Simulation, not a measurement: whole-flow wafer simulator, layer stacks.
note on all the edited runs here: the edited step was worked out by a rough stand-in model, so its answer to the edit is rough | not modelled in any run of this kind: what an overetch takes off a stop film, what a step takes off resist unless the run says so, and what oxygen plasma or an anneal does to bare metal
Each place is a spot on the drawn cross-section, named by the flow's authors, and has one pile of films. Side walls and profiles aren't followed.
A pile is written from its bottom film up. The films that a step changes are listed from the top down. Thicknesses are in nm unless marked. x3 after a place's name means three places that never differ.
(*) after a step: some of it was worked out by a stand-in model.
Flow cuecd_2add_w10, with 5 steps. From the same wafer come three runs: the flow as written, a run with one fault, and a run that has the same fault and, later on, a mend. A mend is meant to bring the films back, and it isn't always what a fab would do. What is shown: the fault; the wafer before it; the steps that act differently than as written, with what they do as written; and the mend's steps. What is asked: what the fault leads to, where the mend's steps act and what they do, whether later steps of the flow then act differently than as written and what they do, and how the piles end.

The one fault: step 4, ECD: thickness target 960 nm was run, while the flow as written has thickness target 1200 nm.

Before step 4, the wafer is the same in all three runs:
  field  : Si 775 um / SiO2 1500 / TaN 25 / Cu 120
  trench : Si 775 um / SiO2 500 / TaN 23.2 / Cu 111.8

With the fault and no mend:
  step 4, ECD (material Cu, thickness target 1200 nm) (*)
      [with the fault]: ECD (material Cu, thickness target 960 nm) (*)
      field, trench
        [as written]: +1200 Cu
        [with the fault]: +960 Cu
  Every later step of the flow that is run acts as written at every place that is followed.
  By the end, the piles at field, trench depart from the flow's by more than 2% or 0.5 nm, whichever is larger.
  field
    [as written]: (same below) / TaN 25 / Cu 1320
    [with the fault]: (same below) / TaN 25 / Cu 1080
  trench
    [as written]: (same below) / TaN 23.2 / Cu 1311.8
    [with the fault]: (same below) / TaN 23.2 / Cu 1071.8

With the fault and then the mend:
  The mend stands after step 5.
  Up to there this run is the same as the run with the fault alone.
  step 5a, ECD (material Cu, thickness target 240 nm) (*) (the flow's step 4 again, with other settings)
      field, trench
        +240 Cu
  Every later step of the flow that is run acts as written at every place that is followed.
  By the end, the piles equal the flow's at every place that both follow.
